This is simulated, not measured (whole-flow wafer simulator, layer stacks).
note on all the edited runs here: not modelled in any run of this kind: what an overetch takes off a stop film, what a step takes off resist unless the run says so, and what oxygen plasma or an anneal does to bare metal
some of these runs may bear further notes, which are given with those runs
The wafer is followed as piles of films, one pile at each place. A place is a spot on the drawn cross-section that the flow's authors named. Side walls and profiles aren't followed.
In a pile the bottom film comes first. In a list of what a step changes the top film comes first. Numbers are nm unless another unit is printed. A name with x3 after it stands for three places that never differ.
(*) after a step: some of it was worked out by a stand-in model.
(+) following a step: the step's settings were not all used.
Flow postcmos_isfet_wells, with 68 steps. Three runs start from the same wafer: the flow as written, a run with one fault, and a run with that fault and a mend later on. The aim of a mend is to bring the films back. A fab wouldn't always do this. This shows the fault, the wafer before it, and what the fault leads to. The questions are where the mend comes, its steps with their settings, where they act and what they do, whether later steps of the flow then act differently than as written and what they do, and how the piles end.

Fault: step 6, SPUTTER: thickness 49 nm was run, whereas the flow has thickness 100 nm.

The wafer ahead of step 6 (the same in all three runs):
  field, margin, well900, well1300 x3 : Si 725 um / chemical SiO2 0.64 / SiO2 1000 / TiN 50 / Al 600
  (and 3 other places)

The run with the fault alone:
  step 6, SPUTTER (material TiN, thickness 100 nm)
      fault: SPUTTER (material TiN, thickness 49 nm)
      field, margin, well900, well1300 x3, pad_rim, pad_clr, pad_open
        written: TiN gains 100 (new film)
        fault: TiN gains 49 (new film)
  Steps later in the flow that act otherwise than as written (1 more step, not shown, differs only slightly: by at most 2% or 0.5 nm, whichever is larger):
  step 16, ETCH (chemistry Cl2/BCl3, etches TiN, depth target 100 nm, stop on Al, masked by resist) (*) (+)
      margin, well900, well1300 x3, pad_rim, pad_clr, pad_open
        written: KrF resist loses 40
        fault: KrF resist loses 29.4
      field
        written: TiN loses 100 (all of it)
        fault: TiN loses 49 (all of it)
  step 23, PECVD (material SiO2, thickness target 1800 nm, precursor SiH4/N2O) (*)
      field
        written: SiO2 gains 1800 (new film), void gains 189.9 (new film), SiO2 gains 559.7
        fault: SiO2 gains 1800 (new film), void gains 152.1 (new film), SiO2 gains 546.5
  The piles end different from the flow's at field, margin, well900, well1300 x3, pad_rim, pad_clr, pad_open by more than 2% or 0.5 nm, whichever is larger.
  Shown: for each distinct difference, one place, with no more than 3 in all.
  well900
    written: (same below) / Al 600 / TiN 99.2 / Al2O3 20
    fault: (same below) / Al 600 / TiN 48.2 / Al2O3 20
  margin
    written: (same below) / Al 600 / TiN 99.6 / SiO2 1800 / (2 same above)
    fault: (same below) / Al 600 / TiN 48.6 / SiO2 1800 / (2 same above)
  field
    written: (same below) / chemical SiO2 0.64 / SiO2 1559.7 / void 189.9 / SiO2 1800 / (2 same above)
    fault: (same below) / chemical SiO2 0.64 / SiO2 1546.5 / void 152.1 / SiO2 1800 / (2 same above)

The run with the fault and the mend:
  After step 6 comes the mend.
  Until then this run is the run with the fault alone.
  step 6a, SPUTTER (material TiN, thickness 51 nm) (the flow's step 6 again, with other settings)
      field, margin, well900, well1300 x3, pad_rim, pad_clr, pad_open
        TiN gains 51
  Later steps of the flow that are run all act as written at every place that is followed.
  By the end, the piles equal the flow's at every place that both follow.
